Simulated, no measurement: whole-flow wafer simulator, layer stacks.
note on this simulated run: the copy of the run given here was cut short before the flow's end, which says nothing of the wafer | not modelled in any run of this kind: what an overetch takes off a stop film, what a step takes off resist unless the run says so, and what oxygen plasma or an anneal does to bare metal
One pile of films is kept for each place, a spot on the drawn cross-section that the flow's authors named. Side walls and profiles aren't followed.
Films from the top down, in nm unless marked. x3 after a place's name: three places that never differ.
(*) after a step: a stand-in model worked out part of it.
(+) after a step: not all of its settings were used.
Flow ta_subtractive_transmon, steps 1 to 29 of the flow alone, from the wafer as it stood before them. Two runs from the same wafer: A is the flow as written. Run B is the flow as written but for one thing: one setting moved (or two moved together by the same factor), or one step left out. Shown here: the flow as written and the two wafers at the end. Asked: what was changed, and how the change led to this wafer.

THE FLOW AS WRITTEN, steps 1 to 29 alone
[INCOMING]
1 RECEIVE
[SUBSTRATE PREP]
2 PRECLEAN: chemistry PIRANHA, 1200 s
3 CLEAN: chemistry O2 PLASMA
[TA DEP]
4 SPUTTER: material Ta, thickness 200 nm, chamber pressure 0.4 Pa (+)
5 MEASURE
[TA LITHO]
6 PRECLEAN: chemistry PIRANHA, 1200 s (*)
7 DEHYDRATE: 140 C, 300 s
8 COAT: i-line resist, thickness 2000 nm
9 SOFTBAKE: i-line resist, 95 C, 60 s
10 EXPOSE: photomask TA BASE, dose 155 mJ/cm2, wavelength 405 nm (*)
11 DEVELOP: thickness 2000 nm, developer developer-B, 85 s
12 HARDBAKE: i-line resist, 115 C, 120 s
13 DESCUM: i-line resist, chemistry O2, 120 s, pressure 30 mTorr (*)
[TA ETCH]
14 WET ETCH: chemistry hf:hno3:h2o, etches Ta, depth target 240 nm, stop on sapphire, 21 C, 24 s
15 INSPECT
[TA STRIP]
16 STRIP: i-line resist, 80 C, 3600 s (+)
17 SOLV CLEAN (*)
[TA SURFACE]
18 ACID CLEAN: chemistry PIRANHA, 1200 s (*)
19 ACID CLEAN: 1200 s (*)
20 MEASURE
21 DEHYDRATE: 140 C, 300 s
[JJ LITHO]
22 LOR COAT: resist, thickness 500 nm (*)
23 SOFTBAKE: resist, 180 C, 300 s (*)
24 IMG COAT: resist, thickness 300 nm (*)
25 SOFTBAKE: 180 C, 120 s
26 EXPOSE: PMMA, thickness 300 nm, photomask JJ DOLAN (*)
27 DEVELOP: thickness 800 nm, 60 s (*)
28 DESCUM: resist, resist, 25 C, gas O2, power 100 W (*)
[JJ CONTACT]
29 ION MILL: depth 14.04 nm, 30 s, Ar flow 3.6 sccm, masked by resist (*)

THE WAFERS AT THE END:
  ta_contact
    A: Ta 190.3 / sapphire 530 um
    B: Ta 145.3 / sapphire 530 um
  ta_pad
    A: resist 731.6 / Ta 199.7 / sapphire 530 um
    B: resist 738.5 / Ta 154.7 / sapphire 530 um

The cause: step 4, SPUTTER: thickness 155 nm was run, where the flow has thickness 200 nm.

How the change led to this, step by step:
  4 SPUTTER: material Ta, thickness 200 nm, chamber pressure 0.4 Pa (+)
      field x2, jj_line, lead, ta_contact, ta_pad: A Ta +200 (new film) | B Ta +155 (new film)
  14 WET ETCH: chemistry hf:hno3:h2o, etches Ta, depth target 240 nm, stop on sapphire, 21 C, 24 s
      field x2, jj_line, lead: A Ta -200 (all of it) | B Ta -155 (all of it)
  22 LOR COAT: resist, thickness 500 nm (*)
      lead: A resist +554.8 (new film) | B resist +543.2 (new film)
      ta_contact: A resist +443.8 (new film) | B resist +455.5 (new film)
